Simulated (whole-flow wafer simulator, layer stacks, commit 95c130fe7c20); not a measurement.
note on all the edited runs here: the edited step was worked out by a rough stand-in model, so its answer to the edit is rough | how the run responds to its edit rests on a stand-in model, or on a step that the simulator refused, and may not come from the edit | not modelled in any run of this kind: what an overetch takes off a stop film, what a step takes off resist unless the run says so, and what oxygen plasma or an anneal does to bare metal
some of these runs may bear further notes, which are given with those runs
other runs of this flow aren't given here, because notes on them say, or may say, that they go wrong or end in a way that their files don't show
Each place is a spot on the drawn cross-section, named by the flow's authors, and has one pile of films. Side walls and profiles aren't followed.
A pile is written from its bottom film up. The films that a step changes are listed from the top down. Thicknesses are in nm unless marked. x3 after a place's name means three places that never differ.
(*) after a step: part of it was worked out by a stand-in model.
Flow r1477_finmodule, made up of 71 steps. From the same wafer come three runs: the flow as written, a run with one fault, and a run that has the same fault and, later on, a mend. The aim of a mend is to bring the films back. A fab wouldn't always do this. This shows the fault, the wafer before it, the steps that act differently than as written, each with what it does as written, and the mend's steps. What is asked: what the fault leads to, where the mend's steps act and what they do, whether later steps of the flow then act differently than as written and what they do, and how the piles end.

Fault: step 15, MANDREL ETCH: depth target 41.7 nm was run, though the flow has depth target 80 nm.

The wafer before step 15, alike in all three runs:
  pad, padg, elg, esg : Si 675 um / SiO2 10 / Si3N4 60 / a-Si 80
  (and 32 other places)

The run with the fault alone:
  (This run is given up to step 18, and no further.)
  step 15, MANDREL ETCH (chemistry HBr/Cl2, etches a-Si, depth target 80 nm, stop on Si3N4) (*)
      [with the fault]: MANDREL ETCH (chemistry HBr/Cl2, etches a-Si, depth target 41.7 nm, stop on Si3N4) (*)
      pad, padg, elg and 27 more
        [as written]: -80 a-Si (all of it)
        [with the fault]: -41.7 a-Si
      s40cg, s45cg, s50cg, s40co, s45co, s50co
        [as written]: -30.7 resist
        [with the fault]: -16 resist
  Later steps of the flow acting differently than as written:
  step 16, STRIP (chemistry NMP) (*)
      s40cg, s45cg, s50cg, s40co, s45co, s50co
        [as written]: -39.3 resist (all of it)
        [with the fault]: -54 resist (all of it)
  After step 18, at pad, padg, elg and 27 more, the piles differ from the flow's by more than 2% or 0.5 nm, whichever is larger.
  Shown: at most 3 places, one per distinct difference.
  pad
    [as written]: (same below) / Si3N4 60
    [with the fault]: (same below) / Si3N4 60 / a-Si 38.3

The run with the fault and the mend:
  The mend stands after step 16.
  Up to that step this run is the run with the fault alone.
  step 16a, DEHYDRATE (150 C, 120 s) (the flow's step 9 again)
      leaves every film unchanged at each place that is followed
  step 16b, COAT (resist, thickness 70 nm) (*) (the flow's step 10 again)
      pad, padg, elg and 15 more
        +70 resist (new film)
      s40cg, s40co
        +42.5 resist (new film)
      s40sg, s40so
        +83.6 resist (new film)
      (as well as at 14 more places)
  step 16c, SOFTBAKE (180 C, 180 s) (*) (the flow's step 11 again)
      leaves every film unchanged at each place that is followed
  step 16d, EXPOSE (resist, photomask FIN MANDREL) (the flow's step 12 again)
      leaves every film unchanged at each place that is followed
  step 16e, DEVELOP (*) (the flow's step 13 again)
      pad, padg, elg and 15 more
        -70 resist (all of it)
      s40sg, s40so
        -83.6 resist (all of it)
      s40sg_line, s40so_line
        -83.9 resist (all of it)
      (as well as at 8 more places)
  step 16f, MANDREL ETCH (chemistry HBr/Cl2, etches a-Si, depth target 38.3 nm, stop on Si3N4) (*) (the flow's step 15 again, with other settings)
      pad, padg, elg and 27 more
        -38.3 a-Si (all of it)
      s40cg, s45cg, s50cg, s40co, s45co, s50co
        -14.7 resist
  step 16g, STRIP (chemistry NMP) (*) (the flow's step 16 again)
      s40cg, s40co
        -27.8 resist (all of it)
      s45cg, s45co
        -29.6 resist (all of it)
      s50cg, s50co
        -31.3 resist (all of it)
  Every later step of the flow that is run acts as written at every place that is followed.
  By the end, the piles equal the flow's at every place that both follow.
